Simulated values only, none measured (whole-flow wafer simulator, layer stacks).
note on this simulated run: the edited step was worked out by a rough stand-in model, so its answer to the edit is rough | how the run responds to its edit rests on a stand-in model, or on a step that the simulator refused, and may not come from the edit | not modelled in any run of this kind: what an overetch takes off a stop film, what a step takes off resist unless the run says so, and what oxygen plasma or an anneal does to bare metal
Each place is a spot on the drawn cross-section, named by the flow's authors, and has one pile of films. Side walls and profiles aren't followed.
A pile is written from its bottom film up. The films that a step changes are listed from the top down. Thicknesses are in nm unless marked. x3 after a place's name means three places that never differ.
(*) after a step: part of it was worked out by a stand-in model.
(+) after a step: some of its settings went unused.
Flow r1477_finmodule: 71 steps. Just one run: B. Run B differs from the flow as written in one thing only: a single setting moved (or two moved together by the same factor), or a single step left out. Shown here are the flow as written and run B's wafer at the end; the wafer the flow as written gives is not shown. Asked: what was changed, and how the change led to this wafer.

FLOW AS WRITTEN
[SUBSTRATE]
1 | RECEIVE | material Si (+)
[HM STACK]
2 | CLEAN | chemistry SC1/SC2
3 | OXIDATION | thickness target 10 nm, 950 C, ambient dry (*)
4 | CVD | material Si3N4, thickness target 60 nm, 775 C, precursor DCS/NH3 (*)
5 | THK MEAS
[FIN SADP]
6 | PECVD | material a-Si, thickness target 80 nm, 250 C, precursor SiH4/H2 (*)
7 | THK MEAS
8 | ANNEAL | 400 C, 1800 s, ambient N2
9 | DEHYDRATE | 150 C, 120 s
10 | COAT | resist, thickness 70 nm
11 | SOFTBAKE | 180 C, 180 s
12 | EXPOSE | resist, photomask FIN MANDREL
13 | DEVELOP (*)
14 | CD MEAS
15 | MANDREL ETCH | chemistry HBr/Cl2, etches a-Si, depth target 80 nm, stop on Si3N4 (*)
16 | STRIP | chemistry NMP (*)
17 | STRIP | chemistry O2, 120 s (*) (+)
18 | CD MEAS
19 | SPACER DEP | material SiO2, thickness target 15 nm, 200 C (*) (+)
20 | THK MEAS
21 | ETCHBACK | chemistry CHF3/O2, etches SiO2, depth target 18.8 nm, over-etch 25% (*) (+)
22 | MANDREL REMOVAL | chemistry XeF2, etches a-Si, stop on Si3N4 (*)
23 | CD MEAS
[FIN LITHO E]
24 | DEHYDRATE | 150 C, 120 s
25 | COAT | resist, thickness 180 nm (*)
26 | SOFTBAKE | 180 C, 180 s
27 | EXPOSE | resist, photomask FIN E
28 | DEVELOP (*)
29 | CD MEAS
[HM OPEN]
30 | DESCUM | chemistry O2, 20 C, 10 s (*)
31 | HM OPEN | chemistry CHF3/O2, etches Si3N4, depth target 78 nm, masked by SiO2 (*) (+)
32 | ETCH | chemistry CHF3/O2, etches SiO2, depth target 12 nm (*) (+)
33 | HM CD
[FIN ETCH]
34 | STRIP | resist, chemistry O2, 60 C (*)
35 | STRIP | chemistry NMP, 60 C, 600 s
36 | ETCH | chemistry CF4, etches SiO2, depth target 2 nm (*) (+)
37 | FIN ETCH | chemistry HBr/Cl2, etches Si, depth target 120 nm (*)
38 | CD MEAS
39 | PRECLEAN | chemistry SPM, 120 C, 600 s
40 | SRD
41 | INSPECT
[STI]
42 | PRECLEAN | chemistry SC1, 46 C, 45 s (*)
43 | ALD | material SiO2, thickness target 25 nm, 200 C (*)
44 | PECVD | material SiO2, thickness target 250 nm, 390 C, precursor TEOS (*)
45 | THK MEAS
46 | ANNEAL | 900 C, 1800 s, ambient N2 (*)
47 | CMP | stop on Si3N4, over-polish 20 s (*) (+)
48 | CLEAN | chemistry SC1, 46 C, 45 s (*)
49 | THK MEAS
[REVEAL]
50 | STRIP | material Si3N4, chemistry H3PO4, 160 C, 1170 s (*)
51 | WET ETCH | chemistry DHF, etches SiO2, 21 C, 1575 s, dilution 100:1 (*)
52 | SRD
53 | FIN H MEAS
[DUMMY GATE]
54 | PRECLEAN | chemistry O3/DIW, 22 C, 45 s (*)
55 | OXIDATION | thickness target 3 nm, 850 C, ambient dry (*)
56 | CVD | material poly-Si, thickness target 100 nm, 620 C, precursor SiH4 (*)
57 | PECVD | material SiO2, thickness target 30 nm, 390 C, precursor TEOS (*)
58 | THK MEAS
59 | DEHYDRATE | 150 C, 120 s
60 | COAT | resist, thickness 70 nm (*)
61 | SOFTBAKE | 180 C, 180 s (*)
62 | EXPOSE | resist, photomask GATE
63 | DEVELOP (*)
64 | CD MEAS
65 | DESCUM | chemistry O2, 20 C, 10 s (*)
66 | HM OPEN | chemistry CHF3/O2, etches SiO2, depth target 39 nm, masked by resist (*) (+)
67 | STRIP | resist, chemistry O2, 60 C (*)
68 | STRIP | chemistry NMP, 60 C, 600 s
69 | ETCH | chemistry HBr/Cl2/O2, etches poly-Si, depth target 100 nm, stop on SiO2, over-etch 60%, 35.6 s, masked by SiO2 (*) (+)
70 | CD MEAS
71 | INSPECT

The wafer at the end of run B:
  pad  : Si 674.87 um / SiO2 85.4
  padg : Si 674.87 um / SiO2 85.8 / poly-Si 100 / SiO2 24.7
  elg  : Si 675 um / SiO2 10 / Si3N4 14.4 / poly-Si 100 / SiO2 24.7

The reason: step 4, CVD: thickness target 42.6 nm was run, though the flow has thickness target 60 nm.

Step by step, how the change led to this:
  4 | CVD | material Si3N4, thickness target 60 nm, 775 C, precursor DCS/NH3 (*)
      pad, padg, elg and 33 more: Si3N4 gains 42.6 (new film) (as written it would have been: Si3N4 gains 60 (new film))
  31 | HM OPEN | chemistry CHF3/O2, etches Si3N4, depth target 78 nm, masked by SiO2 (*) (+)
      pad, padg, esg and 13 more: Si3N4 loses 39 (all of it), SiO2 loses 10 (all of it) (as written it would have been: Si3N4 loses 56.4 (all of it), SiO2 loses 10 (all of it))
      elg, e40lg, e100lg, e200lg, elo, e40lo, e100lo, e200lo: resist loses 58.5 (as written it would have been: resist loses 78)
      (as well as at 12 more places)
  32 | ETCH | chemistry CHF3/O2, etches SiO2, depth target 12 nm (*) (+)
      s40cg, s45cg, s50cg, s40co, s45co, s50co: SiO2 loses 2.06 (all of it), Si loses 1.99 (as written it would have been: SiO2 loses 1 (all of it), Si loses 2.2)
  34 | STRIP | resist, chemistry O2, 60 C (*)
      elg, e40lg, e100lg, e200lg, elo, e40lo, e100lo, e200lo: resist loses 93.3 (all of it) (as written it would have been: resist loses 73.8 (all of it))
  43 | ALD | material SiO2, thickness target 25 nm, 200 C (*)
      s40cg, s45cg, s50cg, s40co, s45co, s50co: SiO2 gains 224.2 (new film) (as written it would have been: SiO2 gains 232.1 (new film))
      esg: SiO2 gains 176.8 (new film) (as written it would have been: SiO2 gains 194.3 (new film))
  47 | CMP | stop on Si3N4, over-polish 20 s (*) (+)
      pad, padg, e40sg and 11 more: SiO2 loses 89.2 (as written it would have been: SiO2 loses 71.8)
      s40cg, s45cg, s50cg, s40co, s45co, s50co: SiO2 loses 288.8 (as written it would have been: SiO2 loses 279)
      (as well as at 7 more places)
  50 | STRIP | material Si3N4, chemistry H3PO4, 160 C, 1170 s (*)
      s40sg_line, s45sg_line, s50sg_line, s40so_line, s45so_line, s50so_line: Si3N4 loses 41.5 (all of it), SiO2 loses 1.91 (as written it would have been: Si3N4 loses 58.9 (all of it), SiO2 loses 1.37)
  51 | WET ETCH | chemistry DHF, etches SiO2, 21 C, 1575 s, dilution 100:1 (*)
      s40sg_line, s45sg_line, s50sg_line, s40so_line, s45so_line, s50so_line: SiO2 loses 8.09 (all of it) (as written it would have been: SiO2 loses 8.63 (all of it))
  56 | CVD | material poly-Si, thickness target 100 nm, 620 C, precursor SiH4 (*)
      s40cg, s40co: poly-Si gains 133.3 (new film) (as written it would have been: poly-Si gains 113.9 (new film))
      s45cg, s45co: poly-Si gains 133.3 (new film) (as written it would have been: poly-Si gains 113.4 (new film))
      (as well as at 2 more places)
  60 | COAT | resist, thickness 70 nm (*)
      s40cg, s40co: resist gains 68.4 (new film) (as written it would have been: resist gains 70.6 (new film))
      s40sg, s40so: resist gains 108.2 (new film) (as written it would have been: resist gains 91 (new film))
      (as well as at 8 more places)
  63 | DEVELOP (*)
      s40co: resist loses 68.4 (all of it) (as written it would have been: resist loses 70.6 (all of it))
      s40so: resist loses 108.2 (all of it) (as written it would have been: resist loses 91 (all of it))
      (as well as at 4 more places)
  67 | STRIP | resist, chemistry O2, 60 C (*)
      s40cg: resist loses 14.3 (all of it) (as written it would have been: resist loses 16.5 (all of it))
      s40sg: resist loses 54.1 (all of it) (as written it would have been: resist loses 36.9 (all of it))
      (as well as at 4 more places)
  69 | ETCH | chemistry HBr/Cl2/O2, etches poly-Si, depth target 100 nm, stop on SiO2, over-etch 60%, 35.6 s, masked by SiO2 (*) (+)
      s40co: chemical SiO2 loses 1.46 (all of it), poly-Si loses 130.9 (all of it), SiO2 loses 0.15 (as written it would have been: chemical SiO2 loses 1.46 (all of it), poly-Si loses 111.5 (all of it), SiO2 loses 0.24)
      s45co: chemical SiO2 loses 1.46 (all of it), poly-Si loses 130.9 (all of it), SiO2 loses 0.15 (as written it would have been: chemical SiO2 loses 1.46 (all of it), poly-Si loses 110.9 (all of it), SiO2 loses 0.25)
      (as well as at 1 more place)
